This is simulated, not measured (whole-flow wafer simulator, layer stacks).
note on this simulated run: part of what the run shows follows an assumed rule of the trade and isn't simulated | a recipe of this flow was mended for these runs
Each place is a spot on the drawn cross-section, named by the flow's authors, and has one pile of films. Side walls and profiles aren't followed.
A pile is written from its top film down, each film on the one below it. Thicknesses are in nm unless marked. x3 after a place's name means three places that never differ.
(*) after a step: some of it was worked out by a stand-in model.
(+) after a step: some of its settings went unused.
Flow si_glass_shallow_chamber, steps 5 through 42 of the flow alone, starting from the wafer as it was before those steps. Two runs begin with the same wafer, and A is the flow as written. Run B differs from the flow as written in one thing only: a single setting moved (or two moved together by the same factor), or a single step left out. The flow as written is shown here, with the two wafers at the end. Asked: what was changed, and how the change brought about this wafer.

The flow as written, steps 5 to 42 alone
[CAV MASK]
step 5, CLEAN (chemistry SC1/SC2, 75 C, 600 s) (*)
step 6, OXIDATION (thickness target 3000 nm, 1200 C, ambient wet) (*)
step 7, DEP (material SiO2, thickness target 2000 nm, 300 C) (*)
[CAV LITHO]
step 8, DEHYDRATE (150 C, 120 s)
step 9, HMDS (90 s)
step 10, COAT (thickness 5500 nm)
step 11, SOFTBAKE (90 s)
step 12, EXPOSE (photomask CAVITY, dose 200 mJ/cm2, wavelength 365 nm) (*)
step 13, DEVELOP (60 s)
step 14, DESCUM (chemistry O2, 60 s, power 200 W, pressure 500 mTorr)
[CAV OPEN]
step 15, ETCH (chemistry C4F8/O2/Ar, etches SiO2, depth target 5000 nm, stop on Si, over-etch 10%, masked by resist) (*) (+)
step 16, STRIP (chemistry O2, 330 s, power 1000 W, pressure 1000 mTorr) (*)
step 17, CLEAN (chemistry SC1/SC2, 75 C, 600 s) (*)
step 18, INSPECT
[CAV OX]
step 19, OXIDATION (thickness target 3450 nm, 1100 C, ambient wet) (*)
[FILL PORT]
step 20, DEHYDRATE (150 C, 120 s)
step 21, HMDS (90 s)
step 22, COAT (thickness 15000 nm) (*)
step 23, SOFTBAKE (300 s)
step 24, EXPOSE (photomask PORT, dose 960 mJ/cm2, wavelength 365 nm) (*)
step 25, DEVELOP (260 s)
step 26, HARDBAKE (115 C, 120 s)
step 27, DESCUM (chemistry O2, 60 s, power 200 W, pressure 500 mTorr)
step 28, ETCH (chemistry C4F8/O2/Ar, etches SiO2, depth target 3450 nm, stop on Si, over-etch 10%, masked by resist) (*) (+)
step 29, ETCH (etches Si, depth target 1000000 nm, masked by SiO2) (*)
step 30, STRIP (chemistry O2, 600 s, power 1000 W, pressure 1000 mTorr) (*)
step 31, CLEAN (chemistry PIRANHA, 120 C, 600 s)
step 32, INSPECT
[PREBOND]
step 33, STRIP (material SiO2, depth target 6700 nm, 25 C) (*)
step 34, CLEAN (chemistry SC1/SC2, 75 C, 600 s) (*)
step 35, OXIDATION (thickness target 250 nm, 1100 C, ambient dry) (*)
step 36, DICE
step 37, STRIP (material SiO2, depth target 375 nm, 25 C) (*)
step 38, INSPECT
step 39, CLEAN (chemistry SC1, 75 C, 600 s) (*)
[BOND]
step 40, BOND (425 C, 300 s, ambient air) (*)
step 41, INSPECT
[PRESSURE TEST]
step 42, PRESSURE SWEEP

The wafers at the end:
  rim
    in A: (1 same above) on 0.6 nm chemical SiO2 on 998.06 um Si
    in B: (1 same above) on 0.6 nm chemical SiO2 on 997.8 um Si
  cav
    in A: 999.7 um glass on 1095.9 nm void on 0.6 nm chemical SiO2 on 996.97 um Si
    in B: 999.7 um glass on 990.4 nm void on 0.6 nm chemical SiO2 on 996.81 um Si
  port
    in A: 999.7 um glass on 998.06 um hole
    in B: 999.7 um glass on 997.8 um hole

The reason: step 6, OXIDATION: thickness target 3720 nm was run, while the flow as written has thickness target 3000 nm.

How this came from the change, step by step:
  step 6, OXIDATION (thickness target 3000 nm, 1200 C, ambient wet) (*)
      rim, ramp, cav, port, septum, ring: A SiO2 gains 3000 (new film), chemical SiO2 loses 0.6 (all of it), Si loses 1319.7 | B SiO2 gains 3720 (new film), chemical SiO2 loses 0.6 (all of it), Si loses 1636.5
  step 15, ETCH (chemistry C4F8/O2/Ar, etches SiO2, depth target 5000 nm, stop on Si, over-etch 10%, masked by resist) (*) (+)
      cav, port: A SiO2 loses 5000 (all of it), Si loses 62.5 | B SiO2 loses 5500
  step 16, STRIP (chemistry O2, 330 s, power 1000 W, pressure 1000 mTorr) (*)
      cav, port: A chemical SiO2 gains 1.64 (new film), Si loses 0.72 | B nothing
  step 17, CLEAN (chemistry SC1/SC2, 75 C, 600 s) (*)
      cav, port: A chemical SiO2 loses 1.04, Si loses 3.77 | B SiO2 loses 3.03
  step 19, OXIDATION (thickness target 3450 nm, 1100 C, ambient wet) (*)
      cav, port: A SiO2 gains 3450 (new film), chemical SiO2 loses 0.6 (all of it), Si loses 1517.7 | B SiO2 gains 3245.2, Si loses 1427.9
      rim, ramp, septum, ring: A SiO2 gains 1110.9, Si loses 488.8 | B SiO2 gains 994.2, Si loses 437.5
  step 22, COAT (thickness 15000 nm) (*)
      rim: A thick-i-line-resist gains 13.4 um (new film) | B thick-i-line-resist gains 13.2 um (new film)
      ramp: A thick-i-line-resist gains 12.89 um (new film) | B thick-i-line-resist gains 12.63 um (new film)
      (as well as at 4 more places)
  step 23, SOFTBAKE (300 s)
      rim: A thick-i-line-resist loses 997 | B thick-i-line-resist loses 1134.7
      ramp: A thick-i-line-resist loses 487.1 | B thick-i-line-resist loses 560.7
      (as well as at 4 more places)
  step 25, DEVELOP (260 s)
      port: A thick-i-line-resist loses 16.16 um (all of it) | B thick-i-line-resist loses 16.31 um (all of it)
  step 26, HARDBAKE (115 C, 120 s)
      rim, ramp: A thick-i-line-resist loses 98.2 | B thick-i-line-resist loses 94.2
  step 28, ETCH (chemistry C4F8/O2/Ar, etches SiO2, depth target 3450 nm, stop on Si, over-etch 10%, masked by resist) (*) (+)
      port: A SiO2 loses 3450 (all of it), Si loses 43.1 | B SiO2 loses 3462.2 (all of it), Si loses 41.6
  step 29, ETCH (etches Si, depth target 1000000 nm, masked by SiO2) (*)
      rim, ramp: A thick-i-line-resist loses 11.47 um (all of it), SiO2 loses 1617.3 | B thick-i-line-resist loses 11.14 um (all of it), SiO2 loses 1794.3
      port: A hole gains 997.05 um (new film), Si loses 997.05 um (all of it) | B hole gains 996.89 um (new film), Si loses 996.89 um (all of it)
      (as well as at 2 more places)
  step 30, STRIP (chemistry O2, 600 s, power 1000 W, pressure 1000 mTorr) (*)
      cav: A thick-i-line-resist loses 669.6 (all of it) | B thick-i-line-resist loses 817.1 (all of it)
  step 33, STRIP (material SiO2, depth target 6700 nm, 25 C) (*)
      rim, ramp: A SiO2 loses 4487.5 (all of it) | B SiO2 loses 4913.8 (all of it)
      septum: A SiO2 loses 5732.1 (all of it) | B SiO2 loses 6320.4 (all of it)
      (as well as at 1 more place)
  step 40, BOND (425 C, 300 s, ambient air) (*)
      cav: A glass gains 999.7 um (new film), void gains 1095.9 (new film) | B glass gains 999.7 um (new film), void gains 990.4 (new film)
      port: A glass gains 999.7 um (new film), hole gains 1017.3 | B glass gains 999.7 um (new film), hole gains 910.2
